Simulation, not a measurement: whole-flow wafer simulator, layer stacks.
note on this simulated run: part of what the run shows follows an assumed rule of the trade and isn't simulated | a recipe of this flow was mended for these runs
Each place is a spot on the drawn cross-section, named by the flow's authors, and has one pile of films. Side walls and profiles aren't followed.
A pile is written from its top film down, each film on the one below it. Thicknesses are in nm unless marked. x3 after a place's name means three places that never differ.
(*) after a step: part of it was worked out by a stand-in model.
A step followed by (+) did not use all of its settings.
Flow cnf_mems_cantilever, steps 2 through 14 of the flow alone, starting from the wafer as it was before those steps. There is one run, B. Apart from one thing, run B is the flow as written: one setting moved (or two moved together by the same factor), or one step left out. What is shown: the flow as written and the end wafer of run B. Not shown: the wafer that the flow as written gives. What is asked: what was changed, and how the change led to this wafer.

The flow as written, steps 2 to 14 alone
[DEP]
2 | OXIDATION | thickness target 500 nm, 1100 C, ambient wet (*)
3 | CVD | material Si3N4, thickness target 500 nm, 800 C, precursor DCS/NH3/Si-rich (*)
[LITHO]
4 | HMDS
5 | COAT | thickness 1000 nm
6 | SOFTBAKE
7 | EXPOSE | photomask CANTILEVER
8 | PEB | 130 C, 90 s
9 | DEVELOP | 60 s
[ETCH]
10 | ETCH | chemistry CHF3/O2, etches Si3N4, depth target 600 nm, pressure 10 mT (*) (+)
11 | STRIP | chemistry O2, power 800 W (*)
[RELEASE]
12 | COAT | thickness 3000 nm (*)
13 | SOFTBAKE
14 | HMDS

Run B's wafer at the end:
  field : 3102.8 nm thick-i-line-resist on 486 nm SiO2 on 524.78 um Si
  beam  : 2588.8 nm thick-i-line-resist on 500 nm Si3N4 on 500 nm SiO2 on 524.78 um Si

The reason: step 10, ETCH: depth target 528 nm was run, while the flow as written has depth target 600 nm.

Step by step, how the change led to this:
  10 | ETCH | chemistry CHF3/O2, etches Si3N4, depth target 600 nm, pressure 10 mT (*) (+)
      field: -500 Si3N4 (all of it), -14 SiO2 (in the flow as written it would be: -500 Si3N4 (all of it), -50 SiO2)
      beam: -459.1 KrF-resist (in the flow as written it would be: -521.7 KrF-resist)
  11 | STRIP | chemistry O2, power 800 W (*)
      beam: -523.5 KrF-resist (all of it) (in the flow as written it would be: -460.9 KrF-resist (all of it))
  13 | SOFTBAKE
      field: +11 thick-i-line-resist (in the flow as written it would be: +11.9 thick-i-line-resist)
      beam: -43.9 thick-i-line-resist (in the flow as written it would be: -47.6 thick-i-line-resist)
